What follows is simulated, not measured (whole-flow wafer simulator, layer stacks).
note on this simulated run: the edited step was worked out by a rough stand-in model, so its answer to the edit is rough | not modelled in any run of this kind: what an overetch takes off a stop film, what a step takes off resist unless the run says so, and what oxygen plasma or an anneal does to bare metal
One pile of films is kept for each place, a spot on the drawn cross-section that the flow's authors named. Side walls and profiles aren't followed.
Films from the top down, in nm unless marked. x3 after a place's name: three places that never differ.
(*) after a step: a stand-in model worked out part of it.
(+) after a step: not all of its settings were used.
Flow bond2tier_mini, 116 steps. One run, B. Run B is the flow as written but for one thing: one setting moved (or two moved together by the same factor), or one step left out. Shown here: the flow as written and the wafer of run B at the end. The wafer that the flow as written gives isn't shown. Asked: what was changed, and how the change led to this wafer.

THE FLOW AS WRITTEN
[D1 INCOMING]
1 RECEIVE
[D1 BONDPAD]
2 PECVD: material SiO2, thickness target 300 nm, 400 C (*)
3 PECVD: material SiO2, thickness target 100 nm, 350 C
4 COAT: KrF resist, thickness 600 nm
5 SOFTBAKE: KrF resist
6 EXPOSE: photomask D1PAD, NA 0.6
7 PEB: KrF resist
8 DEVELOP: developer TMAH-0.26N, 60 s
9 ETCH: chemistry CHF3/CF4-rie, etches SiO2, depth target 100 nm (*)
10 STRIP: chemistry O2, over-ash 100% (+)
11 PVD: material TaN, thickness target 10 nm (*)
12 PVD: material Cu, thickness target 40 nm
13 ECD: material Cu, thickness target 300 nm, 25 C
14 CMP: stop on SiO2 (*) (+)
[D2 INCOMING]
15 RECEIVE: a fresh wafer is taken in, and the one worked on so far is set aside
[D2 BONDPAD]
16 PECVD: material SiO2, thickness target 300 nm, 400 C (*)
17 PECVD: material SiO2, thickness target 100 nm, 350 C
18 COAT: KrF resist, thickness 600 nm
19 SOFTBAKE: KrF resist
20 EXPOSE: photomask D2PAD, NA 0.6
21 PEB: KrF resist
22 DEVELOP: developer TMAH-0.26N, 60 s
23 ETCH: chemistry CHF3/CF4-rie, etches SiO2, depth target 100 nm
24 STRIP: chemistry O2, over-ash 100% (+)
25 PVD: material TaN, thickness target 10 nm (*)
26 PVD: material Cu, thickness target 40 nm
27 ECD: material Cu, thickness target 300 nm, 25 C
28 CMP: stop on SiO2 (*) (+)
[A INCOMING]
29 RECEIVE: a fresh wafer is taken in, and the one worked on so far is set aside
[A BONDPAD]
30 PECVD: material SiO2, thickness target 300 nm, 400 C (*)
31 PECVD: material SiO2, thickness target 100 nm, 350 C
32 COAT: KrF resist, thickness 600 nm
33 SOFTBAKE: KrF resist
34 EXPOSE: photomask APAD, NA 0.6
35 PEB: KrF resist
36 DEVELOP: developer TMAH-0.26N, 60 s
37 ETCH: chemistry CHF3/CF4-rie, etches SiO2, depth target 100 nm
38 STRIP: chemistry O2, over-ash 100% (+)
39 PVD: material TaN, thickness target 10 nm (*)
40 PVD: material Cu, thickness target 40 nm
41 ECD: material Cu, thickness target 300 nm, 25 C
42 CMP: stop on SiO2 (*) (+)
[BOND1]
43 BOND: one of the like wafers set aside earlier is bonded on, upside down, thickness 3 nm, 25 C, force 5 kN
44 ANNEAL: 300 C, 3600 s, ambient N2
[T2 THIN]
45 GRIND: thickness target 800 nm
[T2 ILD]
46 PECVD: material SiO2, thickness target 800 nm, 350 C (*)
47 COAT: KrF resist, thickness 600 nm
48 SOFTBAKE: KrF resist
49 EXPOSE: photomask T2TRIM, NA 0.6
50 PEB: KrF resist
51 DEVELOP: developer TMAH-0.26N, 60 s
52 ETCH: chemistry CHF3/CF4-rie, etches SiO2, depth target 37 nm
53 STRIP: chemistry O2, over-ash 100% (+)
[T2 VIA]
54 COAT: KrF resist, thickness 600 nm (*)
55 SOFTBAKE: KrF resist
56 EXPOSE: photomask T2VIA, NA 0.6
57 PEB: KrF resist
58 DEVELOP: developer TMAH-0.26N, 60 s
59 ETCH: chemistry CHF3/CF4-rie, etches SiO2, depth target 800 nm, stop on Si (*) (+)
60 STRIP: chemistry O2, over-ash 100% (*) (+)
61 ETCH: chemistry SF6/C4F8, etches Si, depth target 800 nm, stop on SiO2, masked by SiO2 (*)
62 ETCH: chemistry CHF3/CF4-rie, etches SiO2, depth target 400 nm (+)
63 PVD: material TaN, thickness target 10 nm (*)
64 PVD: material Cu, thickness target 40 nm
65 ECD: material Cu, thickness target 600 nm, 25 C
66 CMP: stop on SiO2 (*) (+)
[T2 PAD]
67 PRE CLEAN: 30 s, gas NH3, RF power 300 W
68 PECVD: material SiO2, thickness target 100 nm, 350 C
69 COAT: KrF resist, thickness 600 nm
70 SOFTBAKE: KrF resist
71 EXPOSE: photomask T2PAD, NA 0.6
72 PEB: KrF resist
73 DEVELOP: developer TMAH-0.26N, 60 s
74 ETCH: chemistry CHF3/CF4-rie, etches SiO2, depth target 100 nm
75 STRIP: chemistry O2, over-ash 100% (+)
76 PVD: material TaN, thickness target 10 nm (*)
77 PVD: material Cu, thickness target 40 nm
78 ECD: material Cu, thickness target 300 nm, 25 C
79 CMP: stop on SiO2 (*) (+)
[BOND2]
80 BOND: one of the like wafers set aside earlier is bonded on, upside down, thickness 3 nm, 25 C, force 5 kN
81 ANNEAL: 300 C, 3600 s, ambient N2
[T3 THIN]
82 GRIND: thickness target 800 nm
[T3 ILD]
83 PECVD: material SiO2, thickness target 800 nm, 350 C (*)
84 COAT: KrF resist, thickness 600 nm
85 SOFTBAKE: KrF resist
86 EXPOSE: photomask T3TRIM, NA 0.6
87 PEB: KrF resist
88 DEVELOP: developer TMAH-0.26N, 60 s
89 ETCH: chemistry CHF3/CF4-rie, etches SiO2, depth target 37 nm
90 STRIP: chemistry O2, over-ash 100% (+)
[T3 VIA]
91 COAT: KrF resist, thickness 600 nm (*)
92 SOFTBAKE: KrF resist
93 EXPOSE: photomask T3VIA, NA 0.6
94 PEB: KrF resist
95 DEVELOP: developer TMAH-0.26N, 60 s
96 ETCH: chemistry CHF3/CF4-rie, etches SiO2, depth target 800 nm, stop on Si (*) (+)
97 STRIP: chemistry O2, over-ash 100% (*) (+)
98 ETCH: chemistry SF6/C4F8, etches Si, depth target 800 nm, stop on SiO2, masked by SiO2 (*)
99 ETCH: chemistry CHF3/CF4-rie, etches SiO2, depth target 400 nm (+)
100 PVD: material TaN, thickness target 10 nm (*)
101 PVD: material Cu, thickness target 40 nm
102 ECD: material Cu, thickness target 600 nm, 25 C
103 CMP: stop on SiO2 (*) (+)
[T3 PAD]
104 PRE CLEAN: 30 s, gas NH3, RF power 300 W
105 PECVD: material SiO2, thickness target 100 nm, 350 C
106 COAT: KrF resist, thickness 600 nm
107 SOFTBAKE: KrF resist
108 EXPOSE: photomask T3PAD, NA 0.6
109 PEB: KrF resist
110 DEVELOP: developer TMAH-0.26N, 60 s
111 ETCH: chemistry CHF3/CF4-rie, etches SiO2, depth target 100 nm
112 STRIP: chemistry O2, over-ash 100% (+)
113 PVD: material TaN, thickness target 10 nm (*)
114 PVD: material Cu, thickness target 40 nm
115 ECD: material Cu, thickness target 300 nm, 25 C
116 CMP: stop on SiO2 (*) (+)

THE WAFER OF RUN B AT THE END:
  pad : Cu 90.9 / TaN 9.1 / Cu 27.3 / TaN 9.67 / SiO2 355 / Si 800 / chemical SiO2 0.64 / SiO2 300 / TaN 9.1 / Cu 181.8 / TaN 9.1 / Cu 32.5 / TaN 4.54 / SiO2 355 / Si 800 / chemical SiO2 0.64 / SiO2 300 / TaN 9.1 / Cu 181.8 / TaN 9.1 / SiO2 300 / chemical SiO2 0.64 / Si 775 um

The cause: step 63, PVD: thickness target 4.7 nm was run, where the flow has thickness target 10 nm.

How the change led to this, step by step:
  63 PVD: material TaN, thickness target 10 nm (*)
      field: TaN +4.7 (new film) (as written it would be: TaN +10 (new film))
      pad: TaN +4.54 (new film) (as written it would be: TaN +9.67 (new film))
  66 CMP: stop on SiO2 (*) (+)
      field: Cu -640 (all of it), TaN -4.7 (all of it) (as written it would be: Cu -640 (all of it), TaN -10 (all of it))
